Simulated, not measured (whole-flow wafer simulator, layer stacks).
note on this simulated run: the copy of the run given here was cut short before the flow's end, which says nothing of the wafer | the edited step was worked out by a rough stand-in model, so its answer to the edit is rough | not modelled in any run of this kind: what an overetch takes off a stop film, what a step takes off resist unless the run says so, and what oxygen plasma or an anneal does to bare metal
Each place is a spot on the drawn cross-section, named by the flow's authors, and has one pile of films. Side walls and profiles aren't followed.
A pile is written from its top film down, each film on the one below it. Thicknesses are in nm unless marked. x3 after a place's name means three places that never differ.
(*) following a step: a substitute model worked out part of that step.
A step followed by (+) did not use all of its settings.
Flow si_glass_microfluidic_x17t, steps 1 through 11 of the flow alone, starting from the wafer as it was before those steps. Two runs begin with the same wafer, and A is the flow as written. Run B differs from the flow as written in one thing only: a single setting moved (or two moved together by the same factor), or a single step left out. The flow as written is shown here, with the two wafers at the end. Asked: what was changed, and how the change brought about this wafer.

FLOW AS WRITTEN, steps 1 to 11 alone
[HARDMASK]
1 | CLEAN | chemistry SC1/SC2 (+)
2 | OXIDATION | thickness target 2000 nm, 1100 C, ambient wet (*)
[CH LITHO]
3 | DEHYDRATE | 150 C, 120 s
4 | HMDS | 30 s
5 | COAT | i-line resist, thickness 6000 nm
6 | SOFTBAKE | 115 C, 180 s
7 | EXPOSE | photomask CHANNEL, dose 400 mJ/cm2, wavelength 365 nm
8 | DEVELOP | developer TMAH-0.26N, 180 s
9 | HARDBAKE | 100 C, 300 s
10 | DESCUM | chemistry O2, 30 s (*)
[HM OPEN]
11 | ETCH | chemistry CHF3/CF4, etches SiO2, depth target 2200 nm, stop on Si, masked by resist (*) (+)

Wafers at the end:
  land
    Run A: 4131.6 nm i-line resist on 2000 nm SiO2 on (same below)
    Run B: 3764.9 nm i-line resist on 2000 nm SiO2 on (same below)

Cause: step 11, ETCH: depth target 2640 nm was run, whereas the flow has depth target 2200 nm.

Step by step, how the change led to this:
  11 | ETCH | chemistry CHF3/CF4, etches SiO2, depth target 2200 nm, stop on Si, masked by resist (*) (+)
      land: A i-line resist loses 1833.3 | B i-line resist loses 2200
